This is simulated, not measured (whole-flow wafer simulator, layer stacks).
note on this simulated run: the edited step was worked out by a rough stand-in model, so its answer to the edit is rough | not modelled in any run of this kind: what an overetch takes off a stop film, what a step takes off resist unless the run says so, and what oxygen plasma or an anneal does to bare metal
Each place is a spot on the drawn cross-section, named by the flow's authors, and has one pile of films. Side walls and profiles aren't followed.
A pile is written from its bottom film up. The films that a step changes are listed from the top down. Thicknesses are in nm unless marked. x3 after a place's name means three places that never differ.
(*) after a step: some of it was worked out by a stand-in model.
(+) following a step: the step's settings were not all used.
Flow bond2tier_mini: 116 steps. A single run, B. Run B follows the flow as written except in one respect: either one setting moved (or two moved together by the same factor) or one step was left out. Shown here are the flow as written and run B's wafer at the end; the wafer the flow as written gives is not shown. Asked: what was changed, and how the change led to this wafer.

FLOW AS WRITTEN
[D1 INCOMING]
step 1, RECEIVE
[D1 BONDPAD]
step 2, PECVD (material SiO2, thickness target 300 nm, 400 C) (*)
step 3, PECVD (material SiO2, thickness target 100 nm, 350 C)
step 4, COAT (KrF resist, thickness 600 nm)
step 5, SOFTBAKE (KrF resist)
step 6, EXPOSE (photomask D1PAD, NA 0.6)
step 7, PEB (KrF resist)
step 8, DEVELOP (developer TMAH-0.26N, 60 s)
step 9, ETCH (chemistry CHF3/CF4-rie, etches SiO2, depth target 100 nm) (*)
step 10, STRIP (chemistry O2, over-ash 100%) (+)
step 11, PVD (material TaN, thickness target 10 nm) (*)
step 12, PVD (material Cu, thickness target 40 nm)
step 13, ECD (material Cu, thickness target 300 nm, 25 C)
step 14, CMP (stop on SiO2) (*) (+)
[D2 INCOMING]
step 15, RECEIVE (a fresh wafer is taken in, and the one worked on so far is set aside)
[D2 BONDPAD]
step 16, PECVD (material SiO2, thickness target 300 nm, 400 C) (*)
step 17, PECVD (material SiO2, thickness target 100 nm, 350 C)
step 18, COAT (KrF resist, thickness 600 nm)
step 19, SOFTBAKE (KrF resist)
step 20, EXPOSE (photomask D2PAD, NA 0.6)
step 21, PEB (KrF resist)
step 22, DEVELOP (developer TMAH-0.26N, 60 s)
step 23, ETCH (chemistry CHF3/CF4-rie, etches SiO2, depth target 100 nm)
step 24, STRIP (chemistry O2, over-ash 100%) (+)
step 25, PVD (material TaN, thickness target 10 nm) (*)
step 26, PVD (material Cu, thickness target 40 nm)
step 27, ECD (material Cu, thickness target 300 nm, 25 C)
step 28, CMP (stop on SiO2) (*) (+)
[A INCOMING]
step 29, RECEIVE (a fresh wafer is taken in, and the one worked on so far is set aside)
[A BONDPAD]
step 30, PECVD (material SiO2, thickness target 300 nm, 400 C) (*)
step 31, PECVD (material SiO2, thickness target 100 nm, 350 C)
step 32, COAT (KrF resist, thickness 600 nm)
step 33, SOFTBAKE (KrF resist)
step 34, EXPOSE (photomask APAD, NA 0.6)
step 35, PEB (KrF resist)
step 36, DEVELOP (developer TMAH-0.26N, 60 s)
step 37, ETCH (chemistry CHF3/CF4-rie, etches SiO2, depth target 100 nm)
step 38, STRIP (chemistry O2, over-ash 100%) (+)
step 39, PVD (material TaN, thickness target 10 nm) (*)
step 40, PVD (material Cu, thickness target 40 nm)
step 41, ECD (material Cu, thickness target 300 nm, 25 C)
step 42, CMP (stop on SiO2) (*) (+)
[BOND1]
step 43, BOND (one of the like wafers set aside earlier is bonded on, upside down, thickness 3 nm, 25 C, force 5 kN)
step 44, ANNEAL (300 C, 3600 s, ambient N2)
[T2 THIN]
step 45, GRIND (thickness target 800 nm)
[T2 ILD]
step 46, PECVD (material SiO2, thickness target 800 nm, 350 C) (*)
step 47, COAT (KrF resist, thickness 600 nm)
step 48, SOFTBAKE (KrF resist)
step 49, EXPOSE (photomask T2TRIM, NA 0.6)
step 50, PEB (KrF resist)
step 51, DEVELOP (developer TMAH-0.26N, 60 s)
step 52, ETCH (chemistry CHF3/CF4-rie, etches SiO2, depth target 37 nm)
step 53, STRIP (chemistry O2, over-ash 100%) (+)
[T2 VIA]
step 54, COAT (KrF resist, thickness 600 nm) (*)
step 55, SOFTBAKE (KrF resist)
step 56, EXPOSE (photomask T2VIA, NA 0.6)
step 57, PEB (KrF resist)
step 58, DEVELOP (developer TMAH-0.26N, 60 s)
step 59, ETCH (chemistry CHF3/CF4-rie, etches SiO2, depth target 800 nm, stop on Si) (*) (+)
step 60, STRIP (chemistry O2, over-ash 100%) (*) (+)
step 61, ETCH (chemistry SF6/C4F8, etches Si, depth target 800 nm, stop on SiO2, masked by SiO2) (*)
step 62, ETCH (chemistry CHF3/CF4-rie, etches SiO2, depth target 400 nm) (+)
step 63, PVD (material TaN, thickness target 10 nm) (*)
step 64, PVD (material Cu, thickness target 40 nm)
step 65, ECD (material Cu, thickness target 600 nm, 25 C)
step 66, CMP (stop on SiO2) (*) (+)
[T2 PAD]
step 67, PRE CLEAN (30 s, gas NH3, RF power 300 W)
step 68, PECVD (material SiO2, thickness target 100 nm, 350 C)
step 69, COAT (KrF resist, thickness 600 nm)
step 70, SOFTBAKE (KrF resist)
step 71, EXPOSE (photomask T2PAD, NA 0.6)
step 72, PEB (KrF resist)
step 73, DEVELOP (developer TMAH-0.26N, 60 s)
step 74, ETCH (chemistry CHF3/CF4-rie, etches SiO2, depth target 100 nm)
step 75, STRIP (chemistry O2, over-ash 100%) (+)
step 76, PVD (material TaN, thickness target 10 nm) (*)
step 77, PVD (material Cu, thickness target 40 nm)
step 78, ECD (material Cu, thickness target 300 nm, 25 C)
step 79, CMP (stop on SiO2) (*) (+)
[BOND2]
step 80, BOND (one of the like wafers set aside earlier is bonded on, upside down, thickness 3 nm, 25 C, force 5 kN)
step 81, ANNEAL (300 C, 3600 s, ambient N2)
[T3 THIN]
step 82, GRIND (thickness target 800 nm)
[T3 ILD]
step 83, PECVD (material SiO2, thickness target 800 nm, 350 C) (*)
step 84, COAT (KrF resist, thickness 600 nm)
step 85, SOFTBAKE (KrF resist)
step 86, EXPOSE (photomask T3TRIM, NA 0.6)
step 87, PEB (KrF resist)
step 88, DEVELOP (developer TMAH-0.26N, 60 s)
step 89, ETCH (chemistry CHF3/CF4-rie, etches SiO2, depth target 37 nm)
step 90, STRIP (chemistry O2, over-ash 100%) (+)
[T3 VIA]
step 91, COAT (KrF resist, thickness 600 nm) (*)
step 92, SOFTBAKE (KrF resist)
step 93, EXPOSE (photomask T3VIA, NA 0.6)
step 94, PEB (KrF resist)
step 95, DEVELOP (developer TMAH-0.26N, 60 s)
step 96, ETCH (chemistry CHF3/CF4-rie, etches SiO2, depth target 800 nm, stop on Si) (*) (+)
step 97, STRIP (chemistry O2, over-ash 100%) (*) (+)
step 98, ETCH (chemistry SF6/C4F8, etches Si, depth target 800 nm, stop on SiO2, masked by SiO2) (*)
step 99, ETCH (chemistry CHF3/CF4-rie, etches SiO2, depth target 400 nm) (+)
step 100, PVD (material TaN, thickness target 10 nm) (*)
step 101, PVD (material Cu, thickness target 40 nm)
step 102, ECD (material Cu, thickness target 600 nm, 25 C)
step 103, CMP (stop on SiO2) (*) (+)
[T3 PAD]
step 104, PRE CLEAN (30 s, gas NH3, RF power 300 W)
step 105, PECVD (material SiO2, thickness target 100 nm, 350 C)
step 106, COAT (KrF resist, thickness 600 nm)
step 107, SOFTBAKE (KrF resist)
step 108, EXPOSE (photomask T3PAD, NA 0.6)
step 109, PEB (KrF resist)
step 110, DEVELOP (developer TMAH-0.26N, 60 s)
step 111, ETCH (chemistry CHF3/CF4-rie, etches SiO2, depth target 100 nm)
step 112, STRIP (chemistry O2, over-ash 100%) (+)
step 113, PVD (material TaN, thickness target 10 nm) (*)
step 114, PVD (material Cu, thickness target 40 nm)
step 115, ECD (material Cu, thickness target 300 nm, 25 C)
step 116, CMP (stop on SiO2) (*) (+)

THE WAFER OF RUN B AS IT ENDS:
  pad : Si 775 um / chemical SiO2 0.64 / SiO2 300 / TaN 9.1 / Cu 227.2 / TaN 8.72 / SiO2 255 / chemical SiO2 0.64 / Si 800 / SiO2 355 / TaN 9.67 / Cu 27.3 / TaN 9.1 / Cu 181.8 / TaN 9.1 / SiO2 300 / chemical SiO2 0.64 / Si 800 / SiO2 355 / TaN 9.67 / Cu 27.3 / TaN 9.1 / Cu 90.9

The reason: step 9, ETCH: depth target 145 nm was run, whereas the flow has depth target 100 nm.

How this came from the change, step by step:
  step 9, ETCH (chemistry CHF3/CF4-rie, etches SiO2, depth target 100 nm) (*)
      pad, via: -145 SiO2 (as written it would have been: -100 SiO2)
      field: -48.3 KrF resist (as written it would have been: -33.3 KrF resist)
  step 10, STRIP (chemistry O2, over-ash 100%) (+)
      field: -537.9 KrF resist (all of it) (as written it would have been: -552.9 KrF resist (all of it))
  step 12, PVD (material Cu, thickness target 40 nm)
      pad: +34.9 Cu (new film) (as written it would have been: +36.4 Cu (new film))
  step 13, ECD (material Cu, thickness target 300 nm, 25 C)
      pad: +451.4 Cu (as written it would have been: +404.5 Cu)
      via: +445.5 Cu (as written it would have been: +400.2 Cu)
  step 43, BOND (one of the like wafers set aside earlier is bonded on, upside down, thickness 3 nm, 25 C, force 5 kN)
      pad: +775 um Si (new film), +0.64 chemical SiO2 (new film), +255 SiO2 (new film), +8.72 TaN (new film), +136.3 Cu (as written it would have been: +775 um Si (new film), +0.64 chemical SiO2 (new film), +300 SiO2 (new film), +9.1 TaN (new film), +90.9 Cu)
      via: +775 um Si (new film), +0.64 chemical SiO2 (new film), +255 SiO2 (new film), +9.92 TaN (new film), +135.1 Cu (as written it would have been: +775 um Si (new film), +0.64 chemical SiO2 (new film), +300 SiO2 (new film), +9.97 TaN (new film), +90 Cu)
